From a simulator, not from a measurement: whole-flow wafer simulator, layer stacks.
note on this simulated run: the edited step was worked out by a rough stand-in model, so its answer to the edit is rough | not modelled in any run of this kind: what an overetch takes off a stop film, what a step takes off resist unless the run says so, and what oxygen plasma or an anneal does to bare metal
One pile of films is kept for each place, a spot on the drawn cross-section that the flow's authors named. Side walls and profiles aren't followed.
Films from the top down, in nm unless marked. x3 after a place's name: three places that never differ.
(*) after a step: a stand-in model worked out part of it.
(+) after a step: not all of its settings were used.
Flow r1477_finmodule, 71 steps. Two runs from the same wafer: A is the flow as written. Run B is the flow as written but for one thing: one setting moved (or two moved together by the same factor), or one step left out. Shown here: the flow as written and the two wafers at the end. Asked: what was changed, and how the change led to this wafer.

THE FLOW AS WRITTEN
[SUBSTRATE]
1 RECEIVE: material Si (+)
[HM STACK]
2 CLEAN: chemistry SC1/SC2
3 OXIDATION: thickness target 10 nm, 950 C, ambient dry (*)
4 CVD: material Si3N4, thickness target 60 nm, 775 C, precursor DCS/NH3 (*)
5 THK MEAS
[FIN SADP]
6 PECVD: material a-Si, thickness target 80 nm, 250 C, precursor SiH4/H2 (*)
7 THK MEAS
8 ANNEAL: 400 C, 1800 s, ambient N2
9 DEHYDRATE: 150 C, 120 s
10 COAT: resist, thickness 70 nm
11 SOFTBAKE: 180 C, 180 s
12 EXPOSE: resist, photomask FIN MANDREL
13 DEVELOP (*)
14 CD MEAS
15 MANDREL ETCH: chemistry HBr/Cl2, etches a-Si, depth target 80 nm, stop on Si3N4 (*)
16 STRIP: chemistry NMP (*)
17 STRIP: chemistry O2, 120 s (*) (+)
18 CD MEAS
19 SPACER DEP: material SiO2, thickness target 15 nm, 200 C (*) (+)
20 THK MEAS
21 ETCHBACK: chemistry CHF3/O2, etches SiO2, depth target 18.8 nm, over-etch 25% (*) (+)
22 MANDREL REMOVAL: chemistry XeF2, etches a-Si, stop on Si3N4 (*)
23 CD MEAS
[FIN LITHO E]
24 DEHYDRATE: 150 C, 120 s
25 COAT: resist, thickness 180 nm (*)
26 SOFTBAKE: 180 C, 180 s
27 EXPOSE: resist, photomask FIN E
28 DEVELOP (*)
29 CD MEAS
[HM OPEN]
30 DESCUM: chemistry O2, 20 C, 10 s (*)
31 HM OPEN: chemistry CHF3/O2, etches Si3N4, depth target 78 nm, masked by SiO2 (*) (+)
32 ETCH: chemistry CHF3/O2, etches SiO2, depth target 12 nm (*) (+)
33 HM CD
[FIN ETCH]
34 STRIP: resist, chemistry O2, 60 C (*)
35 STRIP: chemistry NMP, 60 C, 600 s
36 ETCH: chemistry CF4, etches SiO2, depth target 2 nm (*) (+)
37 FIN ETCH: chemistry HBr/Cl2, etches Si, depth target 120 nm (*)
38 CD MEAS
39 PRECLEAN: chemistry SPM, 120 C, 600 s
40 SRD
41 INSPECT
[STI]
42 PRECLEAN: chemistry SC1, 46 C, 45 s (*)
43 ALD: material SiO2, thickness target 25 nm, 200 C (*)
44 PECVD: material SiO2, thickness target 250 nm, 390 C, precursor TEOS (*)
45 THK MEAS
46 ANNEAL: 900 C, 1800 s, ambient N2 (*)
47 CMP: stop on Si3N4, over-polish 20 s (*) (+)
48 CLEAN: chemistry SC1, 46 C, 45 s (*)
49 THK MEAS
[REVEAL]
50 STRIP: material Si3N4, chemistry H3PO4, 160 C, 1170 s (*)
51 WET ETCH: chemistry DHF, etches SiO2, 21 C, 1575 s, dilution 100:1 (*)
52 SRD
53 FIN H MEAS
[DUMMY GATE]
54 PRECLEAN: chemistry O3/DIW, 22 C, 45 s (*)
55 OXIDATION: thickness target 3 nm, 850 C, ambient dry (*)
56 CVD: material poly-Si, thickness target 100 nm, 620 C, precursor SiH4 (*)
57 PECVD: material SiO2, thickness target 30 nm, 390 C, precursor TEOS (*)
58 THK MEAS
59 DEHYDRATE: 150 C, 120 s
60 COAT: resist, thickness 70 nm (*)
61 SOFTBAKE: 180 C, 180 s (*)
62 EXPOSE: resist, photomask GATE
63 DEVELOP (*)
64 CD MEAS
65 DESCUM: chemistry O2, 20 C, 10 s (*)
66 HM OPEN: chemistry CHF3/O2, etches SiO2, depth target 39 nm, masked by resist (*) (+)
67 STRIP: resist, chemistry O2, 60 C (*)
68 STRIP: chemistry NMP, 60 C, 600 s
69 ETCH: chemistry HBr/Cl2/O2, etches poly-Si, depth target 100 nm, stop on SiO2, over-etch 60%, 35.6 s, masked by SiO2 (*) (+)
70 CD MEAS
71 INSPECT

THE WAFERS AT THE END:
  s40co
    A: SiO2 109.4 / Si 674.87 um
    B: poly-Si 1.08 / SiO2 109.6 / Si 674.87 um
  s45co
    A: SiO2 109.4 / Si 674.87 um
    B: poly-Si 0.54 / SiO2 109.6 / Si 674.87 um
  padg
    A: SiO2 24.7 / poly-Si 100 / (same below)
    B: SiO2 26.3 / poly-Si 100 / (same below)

The cause: step 69, ETCH: depth target 69 nm was run, where the flow has depth target 100 nm; step 69, ETCH: 24.6 s was run, where the flow has 35.6 s.

How the change led to this, step by step:
  69 ETCH: chemistry HBr/Cl2/O2, etches poly-Si, depth target 100 nm, stop on SiO2, over-etch 60%, 35.6 s, masked by SiO2 (*) (+)
      s40co: A chemical SiO2 -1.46 (all of it), poly-Si -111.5 (all of it), SiO2 -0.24 | B chemical SiO2 -1.46 (all of it), poly-Si -110.4
      s45co: A chemical SiO2 -1.46 (all of it), poly-Si -110.9 (all of it), SiO2 -0.25 | B chemical SiO2 -1.46 (all of it), poly-Si -110.4
      (and at 18 more places)
